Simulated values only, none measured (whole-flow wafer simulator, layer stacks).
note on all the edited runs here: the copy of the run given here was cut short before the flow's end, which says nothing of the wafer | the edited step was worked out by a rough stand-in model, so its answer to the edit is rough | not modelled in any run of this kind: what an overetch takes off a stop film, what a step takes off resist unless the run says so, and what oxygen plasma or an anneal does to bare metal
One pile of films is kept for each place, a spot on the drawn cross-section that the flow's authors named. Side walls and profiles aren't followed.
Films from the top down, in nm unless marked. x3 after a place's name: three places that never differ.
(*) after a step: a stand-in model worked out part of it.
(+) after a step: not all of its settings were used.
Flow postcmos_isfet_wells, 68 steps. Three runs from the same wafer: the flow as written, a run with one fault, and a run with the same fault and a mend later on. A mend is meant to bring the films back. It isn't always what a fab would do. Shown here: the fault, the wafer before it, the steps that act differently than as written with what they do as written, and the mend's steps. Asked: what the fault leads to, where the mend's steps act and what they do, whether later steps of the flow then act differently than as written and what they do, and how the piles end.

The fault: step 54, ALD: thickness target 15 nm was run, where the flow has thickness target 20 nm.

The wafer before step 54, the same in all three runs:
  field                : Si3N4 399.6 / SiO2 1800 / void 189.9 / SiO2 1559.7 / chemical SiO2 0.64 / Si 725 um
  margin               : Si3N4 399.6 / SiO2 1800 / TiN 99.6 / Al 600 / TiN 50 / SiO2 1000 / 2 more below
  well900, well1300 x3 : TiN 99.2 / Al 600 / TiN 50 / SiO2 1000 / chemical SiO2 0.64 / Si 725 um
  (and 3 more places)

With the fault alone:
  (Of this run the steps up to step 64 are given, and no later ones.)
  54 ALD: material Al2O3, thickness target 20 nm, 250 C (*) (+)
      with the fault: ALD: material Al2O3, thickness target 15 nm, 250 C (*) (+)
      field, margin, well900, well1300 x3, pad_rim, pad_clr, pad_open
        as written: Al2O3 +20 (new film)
        with the fault: Al2O3 +15 (new film)
  No later step of the flow up to step 64 acts differently than as written, at any place that is followed, by more than 2% or 0.5 nm, whichever is larger.
  After step 64 the piles differ from the flow's by more than 2% or 0.5 nm, whichever is larger, at field, margin, pad_rim, pad_clr, pad_open.
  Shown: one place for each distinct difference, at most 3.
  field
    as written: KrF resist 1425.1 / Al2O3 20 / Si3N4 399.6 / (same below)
    with the fault: KrF resist 1413 / Al2O3 15 / Si3N4 399.6 / (same below)
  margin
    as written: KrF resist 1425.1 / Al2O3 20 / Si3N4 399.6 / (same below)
    with the fault: KrF resist 1412.9 / Al2O3 15 / Si3N4 399.6 / (same below)
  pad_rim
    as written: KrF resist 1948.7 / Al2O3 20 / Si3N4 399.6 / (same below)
    with the fault: KrF resist 1948.2 / Al2O3 15 / Si3N4 399.6 / (same below)

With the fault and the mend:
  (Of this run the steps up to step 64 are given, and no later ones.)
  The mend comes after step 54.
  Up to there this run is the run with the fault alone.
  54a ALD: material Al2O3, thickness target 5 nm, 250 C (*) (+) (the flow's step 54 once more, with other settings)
      field, margin, well900, well1300 x3, pad_rim, pad_clr, pad_open
        Al2O3 +5
  No later step of the flow up to step 64 acts differently than as written at any place that is followed.
  After step 64 the piles are the same as the flow's at every place that both follow.
